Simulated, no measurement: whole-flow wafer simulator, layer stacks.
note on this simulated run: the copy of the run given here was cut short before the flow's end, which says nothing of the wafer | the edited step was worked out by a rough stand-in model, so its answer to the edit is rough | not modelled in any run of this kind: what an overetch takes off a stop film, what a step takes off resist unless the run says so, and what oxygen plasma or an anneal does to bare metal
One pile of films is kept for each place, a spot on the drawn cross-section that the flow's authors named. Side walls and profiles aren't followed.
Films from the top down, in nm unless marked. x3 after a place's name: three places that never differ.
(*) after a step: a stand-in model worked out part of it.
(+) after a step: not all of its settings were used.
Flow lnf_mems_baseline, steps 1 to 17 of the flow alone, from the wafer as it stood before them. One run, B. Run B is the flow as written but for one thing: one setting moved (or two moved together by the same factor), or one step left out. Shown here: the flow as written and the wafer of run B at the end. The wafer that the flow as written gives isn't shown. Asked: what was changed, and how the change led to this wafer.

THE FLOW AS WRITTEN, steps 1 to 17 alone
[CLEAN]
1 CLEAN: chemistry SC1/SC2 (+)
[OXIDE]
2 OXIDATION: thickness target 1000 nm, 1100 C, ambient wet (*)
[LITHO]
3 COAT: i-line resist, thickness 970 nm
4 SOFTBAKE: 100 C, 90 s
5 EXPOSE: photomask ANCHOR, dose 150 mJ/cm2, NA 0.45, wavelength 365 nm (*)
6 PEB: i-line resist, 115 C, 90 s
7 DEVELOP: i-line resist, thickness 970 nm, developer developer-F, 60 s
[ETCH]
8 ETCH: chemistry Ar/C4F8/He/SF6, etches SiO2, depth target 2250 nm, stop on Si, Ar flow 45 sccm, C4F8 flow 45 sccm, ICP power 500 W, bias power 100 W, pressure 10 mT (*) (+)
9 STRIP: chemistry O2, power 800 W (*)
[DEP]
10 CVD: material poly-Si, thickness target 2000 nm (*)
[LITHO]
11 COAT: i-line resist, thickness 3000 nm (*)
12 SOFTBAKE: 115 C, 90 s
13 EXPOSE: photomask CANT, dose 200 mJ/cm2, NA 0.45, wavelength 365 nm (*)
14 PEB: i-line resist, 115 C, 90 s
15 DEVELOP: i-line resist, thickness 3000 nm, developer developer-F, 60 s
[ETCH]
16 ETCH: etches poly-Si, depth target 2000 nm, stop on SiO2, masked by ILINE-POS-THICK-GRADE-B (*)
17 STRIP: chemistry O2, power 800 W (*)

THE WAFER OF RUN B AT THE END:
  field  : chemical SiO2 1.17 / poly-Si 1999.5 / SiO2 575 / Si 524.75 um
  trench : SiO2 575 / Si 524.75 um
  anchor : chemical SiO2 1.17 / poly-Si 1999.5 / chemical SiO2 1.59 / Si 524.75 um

The cause: step 2, OXIDATION: thickness target 575 nm was run, where the flow has thickness target 1000 nm.
It can be read off the wafer: field has SiO2 575, and step 2 as written asks for 1000 nm.

How the change led to this, step by step:
  2 OXIDATION: thickness target 1000 nm, 1100 C, ambient wet (*)
      field, anchor, beam, trench, char_slit: SiO2 +575 (new film), chemical SiO2 -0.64 (all of it), Si -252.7 (as written it would be: SiO2 +1000 (new film), chemical SiO2 -0.64 (all of it), Si -439.7)
  8 ETCH: chemistry Ar/C4F8/He/SF6, etches SiO2, depth target 2250 nm, stop on Si, Ar flow 45 sccm, C4F8 flow 45 sccm, ICP power 500 W, bias power 100 W, pressure 10 mT (*) (+)
      field, beam, trench, char_slit: i-line resist -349 (as written it would be: i-line resist -561.5)
      anchor: SiO2 -575 (all of it) (as written it would be: SiO2 -1000 (all of it))
  9 STRIP: chemistry O2, power 800 W (*)
      field, beam, trench, char_slit: i-line resist -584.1 (all of it) (as written it would be: i-line resist -371.6 (all of it))
  10 CVD: material poly-Si, thickness target 2000 nm (*)
      anchor: poly-Si +2000 (new film) (as written it would be: poly-Si +2322 (new film))
  11 COAT: i-line resist, thickness 3000 nm (*)
      anchor: i-line resist +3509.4 (new film) (as written it would be: i-line resist +3611.6 (new film))
  14 PEB: i-line resist, 115 C, 90 s
      anchor: i-line resist -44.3 (as written it would be: i-line resist -46.1)
  17 STRIP: chemistry O2, power 800 W (*)
      anchor: chemical SiO2 +1.17 (new film), i-line resist -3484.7 (all of it), poly-Si -0.51 (as written it would be: chemical SiO2 +1.17 (new film), i-line resist -3585.8 (all of it), poly-Si -0.52)
